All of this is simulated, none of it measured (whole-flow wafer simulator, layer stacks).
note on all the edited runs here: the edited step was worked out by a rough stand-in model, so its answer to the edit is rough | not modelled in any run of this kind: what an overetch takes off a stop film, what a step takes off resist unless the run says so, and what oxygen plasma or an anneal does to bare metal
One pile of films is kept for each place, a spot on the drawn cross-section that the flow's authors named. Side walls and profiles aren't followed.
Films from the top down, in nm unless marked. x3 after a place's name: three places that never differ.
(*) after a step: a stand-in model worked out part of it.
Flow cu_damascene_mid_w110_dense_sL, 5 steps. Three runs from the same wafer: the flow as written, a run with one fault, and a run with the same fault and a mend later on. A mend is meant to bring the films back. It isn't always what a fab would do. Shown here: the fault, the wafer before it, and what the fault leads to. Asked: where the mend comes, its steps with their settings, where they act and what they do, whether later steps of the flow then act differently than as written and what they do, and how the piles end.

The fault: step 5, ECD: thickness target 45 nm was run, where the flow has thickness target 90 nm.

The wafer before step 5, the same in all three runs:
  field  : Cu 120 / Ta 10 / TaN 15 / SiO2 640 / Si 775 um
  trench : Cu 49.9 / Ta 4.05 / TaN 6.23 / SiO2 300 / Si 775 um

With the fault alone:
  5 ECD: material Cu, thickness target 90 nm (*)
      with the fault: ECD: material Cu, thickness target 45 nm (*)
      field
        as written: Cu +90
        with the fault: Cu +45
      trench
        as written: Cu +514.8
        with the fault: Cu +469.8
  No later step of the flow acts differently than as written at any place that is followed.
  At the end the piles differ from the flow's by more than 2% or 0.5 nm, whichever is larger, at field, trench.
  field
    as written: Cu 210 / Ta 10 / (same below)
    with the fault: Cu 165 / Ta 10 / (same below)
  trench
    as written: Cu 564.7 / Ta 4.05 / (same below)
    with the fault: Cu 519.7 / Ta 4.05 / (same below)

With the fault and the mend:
  The mend comes after step 5.
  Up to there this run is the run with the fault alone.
  5a ECD: material Cu, thickness target 45 nm (the flow's step 5 once more, with other settings)
      field, trench
        Cu +45
  No later step of the flow acts differently than as written at any place that is followed.
  At the end the piles are the same as the flow's at every place that both follow.
